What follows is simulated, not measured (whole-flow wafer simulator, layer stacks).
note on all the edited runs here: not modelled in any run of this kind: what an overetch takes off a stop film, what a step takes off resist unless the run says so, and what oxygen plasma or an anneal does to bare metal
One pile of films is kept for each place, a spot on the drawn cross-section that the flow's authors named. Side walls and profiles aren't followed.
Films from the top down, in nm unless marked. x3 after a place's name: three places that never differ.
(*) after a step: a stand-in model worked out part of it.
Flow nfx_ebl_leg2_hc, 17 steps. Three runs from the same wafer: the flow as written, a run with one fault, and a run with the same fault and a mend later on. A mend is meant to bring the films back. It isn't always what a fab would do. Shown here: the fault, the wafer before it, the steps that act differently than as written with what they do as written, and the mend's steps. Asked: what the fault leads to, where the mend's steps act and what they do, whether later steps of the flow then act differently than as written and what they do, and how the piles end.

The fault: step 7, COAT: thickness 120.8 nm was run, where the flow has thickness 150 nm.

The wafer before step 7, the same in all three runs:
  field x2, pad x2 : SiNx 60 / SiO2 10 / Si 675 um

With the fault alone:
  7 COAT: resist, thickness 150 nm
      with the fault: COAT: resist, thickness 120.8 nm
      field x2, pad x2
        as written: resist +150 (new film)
        with the fault: resist +120.8 (new film)
  Later steps of the flow that act differently than as written (1 more step differs only slightly, by at most 2% or 0.5 nm, whichever is larger, and isn't shown):
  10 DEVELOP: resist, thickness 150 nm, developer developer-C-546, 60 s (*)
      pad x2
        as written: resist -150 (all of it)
        with the fault: resist -120.8 (all of it)
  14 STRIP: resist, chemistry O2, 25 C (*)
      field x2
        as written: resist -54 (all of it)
        with the fault: resist -24.8 (all of it)
  At the end the piles differ from the flow's only slightly at the places that both follow, by at most 2% or 0.5 nm, whichever is larger.

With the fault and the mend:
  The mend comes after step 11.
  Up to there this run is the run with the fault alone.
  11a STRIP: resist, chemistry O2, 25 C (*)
      field x2
        resist -120.8 (all of it)
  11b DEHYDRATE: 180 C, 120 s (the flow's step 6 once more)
      changes no film at any place that is followed
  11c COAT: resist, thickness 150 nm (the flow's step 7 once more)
      field x2, pad x2
        resist +150 (new film)
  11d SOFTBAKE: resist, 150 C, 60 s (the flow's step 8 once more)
      changes no film at any place that is followed
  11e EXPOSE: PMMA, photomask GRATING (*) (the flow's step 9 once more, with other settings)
      changes no film at any place that is followed
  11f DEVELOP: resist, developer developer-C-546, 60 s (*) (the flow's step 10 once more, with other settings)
      pad x2
        resist -150 (all of it)
  No later step of the flow acts differently than as written at any place that is followed.
  At the end the piles are the same as the flow's at every place that both follow.
